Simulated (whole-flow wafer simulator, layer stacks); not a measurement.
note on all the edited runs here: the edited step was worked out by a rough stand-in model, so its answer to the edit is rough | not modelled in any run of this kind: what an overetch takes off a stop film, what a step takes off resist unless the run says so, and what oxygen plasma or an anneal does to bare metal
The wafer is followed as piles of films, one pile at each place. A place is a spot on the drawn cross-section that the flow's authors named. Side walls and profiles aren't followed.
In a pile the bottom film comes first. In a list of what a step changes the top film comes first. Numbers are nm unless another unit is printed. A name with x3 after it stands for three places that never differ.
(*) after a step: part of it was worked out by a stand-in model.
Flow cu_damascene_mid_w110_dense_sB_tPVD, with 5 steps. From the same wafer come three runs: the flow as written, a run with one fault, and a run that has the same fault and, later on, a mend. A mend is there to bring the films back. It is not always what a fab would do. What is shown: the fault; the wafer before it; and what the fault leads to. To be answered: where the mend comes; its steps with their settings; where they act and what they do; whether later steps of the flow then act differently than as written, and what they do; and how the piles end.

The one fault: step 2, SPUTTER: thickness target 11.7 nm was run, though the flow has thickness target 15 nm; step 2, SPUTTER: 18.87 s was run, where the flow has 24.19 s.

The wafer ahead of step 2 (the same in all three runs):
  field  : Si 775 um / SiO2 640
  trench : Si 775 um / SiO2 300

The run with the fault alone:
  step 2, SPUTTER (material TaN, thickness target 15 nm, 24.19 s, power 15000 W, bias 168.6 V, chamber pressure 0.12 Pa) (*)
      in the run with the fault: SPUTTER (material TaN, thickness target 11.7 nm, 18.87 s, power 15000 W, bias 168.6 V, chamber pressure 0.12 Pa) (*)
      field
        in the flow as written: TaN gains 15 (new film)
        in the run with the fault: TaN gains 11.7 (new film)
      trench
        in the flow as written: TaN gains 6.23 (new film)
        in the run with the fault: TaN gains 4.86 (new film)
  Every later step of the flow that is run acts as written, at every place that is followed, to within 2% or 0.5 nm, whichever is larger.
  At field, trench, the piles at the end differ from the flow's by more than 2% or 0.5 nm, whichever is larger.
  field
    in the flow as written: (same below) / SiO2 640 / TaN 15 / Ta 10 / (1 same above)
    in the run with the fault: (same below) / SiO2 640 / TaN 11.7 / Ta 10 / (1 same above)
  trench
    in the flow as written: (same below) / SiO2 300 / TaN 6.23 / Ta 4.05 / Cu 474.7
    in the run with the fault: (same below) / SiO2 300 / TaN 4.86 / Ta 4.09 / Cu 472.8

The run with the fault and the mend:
  The mend follows step 2.
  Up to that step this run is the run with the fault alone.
  step 2a, SPUTTER (material TaN, thickness target 3.3 nm, 5.322 s, power 15000 W, bias 168.6 V, chamber pressure 0.12 Pa) (*) (a further turn of the flow's step 2, with different settings)
      field
        TaN gains 3.3
      trench
        TaN gains 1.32
  Every later step of the flow that is run acts as written, at every place that is followed, to within 2% or 0.5 nm, whichever is larger.
  The piles end only slightly different from the flow's at the places that both follow, by no more than 2% or 0.5 nm, whichever is larger.
